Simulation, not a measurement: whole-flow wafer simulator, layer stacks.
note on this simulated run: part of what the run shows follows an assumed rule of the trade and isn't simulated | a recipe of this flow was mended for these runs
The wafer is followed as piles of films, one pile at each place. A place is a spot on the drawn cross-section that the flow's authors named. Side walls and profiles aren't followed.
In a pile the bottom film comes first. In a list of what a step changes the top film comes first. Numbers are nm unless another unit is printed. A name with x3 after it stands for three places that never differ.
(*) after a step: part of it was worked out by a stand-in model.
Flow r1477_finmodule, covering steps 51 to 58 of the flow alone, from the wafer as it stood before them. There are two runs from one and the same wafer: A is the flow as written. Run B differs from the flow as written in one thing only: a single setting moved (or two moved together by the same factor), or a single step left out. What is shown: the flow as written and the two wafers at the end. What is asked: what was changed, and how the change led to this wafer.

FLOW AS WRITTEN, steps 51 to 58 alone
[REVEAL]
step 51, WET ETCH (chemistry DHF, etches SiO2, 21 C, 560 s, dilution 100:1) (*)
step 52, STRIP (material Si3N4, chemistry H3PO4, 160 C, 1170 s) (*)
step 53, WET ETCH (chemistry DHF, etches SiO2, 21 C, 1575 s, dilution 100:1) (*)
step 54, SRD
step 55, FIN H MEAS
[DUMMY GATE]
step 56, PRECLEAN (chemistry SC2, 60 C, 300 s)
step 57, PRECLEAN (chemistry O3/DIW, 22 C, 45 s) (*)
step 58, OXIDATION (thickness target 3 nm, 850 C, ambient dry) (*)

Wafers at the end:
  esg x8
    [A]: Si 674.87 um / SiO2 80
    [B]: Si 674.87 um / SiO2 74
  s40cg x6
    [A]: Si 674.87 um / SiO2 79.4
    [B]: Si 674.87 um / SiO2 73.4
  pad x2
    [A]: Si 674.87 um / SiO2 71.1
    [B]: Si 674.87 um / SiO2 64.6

The reason: step 51, WET ETCH: 679 s was run, though the flow has 560 s.

The path from the change to this, step by step:
  step 51, WET ETCH (chemistry DHF, etches SiO2, 21 C, 560 s, dilution 100:1) (*)
      esg x8, s40cg x6, s40sg x6: A -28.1 SiO2 | B -34.1 SiO2
      pad x2: A -30.5 SiO2 | B -36.9 SiO2
